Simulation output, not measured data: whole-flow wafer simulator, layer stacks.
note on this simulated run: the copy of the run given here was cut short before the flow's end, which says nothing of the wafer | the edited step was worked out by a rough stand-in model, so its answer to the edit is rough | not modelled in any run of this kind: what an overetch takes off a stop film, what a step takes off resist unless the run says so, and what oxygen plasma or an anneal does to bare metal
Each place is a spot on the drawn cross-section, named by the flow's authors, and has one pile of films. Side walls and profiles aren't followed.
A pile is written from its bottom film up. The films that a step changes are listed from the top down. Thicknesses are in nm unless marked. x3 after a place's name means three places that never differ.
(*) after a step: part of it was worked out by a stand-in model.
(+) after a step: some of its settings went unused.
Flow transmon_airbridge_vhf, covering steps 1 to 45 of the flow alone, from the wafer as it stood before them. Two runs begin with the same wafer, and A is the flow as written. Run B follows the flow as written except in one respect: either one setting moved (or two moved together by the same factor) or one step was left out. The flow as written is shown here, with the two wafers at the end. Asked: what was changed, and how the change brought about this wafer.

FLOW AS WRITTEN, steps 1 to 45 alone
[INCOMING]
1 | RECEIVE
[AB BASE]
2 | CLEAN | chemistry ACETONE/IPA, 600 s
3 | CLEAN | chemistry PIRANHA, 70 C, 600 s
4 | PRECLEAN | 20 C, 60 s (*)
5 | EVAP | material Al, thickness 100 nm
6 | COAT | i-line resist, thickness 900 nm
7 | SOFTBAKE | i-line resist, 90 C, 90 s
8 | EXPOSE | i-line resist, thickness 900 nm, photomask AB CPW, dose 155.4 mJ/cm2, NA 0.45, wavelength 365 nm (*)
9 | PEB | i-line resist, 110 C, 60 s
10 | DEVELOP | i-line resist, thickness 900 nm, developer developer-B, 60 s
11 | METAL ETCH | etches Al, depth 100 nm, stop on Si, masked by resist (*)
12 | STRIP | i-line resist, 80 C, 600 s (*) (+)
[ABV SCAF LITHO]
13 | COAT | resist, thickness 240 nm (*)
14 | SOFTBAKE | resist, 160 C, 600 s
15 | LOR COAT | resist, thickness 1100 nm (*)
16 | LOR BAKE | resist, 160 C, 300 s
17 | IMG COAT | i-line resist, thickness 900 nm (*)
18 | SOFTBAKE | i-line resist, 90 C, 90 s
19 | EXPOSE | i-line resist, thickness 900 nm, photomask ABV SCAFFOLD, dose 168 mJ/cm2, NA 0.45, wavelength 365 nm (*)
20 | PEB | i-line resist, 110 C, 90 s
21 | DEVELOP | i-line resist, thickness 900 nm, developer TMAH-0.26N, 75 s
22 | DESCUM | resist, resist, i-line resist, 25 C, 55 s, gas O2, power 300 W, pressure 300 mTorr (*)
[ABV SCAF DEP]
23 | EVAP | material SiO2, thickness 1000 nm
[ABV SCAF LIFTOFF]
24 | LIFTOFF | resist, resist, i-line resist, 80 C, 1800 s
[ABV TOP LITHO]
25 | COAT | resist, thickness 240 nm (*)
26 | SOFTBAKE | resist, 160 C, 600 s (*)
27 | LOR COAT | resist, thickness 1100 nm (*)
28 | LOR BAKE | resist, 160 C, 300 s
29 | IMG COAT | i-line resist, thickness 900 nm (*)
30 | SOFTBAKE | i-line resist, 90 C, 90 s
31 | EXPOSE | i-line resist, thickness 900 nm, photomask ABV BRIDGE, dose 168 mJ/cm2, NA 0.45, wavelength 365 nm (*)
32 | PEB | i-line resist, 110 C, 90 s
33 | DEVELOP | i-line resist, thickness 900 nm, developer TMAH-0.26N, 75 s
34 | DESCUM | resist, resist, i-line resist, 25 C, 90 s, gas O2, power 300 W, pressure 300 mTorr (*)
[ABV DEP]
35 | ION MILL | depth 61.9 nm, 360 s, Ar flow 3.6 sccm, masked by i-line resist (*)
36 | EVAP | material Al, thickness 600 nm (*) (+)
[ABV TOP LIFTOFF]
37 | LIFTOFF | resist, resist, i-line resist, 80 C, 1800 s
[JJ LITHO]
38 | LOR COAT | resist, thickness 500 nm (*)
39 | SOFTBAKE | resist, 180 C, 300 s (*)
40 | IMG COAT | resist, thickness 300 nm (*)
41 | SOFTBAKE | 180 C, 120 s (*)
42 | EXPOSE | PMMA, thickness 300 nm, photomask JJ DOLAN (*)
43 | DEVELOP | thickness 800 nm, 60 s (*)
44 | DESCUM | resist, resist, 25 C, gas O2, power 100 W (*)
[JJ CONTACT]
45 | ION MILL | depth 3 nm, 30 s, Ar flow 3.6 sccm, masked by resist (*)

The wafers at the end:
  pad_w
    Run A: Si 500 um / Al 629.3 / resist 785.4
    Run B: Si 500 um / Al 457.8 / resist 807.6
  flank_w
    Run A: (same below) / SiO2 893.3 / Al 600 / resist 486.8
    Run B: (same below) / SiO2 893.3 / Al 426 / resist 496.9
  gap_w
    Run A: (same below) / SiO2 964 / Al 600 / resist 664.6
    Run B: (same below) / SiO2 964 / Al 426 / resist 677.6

Cause: step 36, EVAP: thickness 426 nm was run, though the flow has thickness 600 nm.
One can read it off the wafer: flank_w has Al 426, and step 36 as written asks for 600 nm.

The path from the change to this, step by step:
  36 | EVAP | material Al, thickness 600 nm (*) (+)
      field x3, jj_line, ground_far and 10 more: A Al gains 600 (new film) | B Al gains 426 (new film)
      pad_w, pad_e: A Al gains 591.2 | B Al gains 419.8
  37 | LIFTOFF | resist, resist, i-line resist, 80 C, 1800 s
      field x3, jj_line, trace_open_s x2: A Al loses 600 (all of it), i-line resist loses 600 (all of it), resist loses 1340 (all of it) | B Al loses 426 (all of it), i-line resist loses 600 (all of it), resist loses 1340 (all of it)
      margin_s, margin_n: A Al loses 600 (all of it), i-line resist loses 318.3 (all of it), resist loses 992 (all of it) | B Al loses 426 (all of it), i-line resist loses 318.3 (all of it), resist loses 992 (all of it)
      (as well as at 1 more place)
  38 | LOR COAT | resist, thickness 500 nm (*)
      pad_w, pad_e: A resist gains 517 (new film) | B resist gains 531.5 (new film)
      margin_s, margin_n: A resist gains 445.3 (new film) | B resist gains 430.1 (new film)
      (as well as at 1 more place)
  40 | IMG COAT | resist, thickness 300 nm (*)
      pad_w, pad_e: A resist gains 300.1 | B resist gains 307.9
      flank_w, flank_e: A resist gains 212.1 | B resist gains 218
      (as well as at 4 more places)
